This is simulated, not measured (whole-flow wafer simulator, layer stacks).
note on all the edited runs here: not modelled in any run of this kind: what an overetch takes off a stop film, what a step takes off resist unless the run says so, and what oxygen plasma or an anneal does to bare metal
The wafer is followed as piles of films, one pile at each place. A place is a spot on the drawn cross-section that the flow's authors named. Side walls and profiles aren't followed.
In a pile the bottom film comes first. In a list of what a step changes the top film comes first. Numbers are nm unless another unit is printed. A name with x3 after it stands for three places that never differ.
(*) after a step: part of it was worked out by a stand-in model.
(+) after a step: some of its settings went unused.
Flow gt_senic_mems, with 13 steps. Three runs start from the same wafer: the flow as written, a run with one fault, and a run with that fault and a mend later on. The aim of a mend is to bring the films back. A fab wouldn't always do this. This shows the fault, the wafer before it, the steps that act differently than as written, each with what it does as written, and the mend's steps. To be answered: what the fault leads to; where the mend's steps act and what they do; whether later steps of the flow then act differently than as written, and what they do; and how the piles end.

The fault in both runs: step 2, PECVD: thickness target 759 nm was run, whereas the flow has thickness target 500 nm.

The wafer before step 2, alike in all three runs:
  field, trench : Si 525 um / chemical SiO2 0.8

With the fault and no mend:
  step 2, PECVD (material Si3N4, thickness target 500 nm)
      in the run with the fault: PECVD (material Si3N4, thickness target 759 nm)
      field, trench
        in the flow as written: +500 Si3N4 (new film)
        in the run with the fault: +759 Si3N4 (new film)
  Steps later in the flow that act otherwise than as written (not shown: 2 more steps that differ only slightly, by at most 2% or 0.5 nm, whichever is larger):
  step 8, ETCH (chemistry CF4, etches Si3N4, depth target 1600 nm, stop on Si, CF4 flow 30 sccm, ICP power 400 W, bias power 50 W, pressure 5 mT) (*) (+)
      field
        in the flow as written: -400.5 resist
        in the run with the fault: -573.2 resist
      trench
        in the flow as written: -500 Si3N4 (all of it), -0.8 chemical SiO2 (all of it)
        in the run with the fault: -759 Si3N4 (all of it), -0.8 chemical SiO2 (all of it)
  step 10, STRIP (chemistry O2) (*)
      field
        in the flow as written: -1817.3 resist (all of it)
        in the run with the fault: -1644.6 resist (all of it)
  At field, the piles at the end differ from the flow's by more than 2% or 0.5 nm, whichever is larger.
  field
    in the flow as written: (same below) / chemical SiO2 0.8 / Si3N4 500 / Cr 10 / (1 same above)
    in the run with the fault: (same below) / chemical SiO2 0.8 / Si3N4 759 / Cr 10 / (1 same above)

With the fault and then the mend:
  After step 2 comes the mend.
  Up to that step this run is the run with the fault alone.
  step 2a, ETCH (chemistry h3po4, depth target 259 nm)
      field, trench
        -259 Si3N4
  None of the later steps of the flow acts differently than as written at any place that is followed.
  By the end, the piles equal the flow's at every place that both follow.
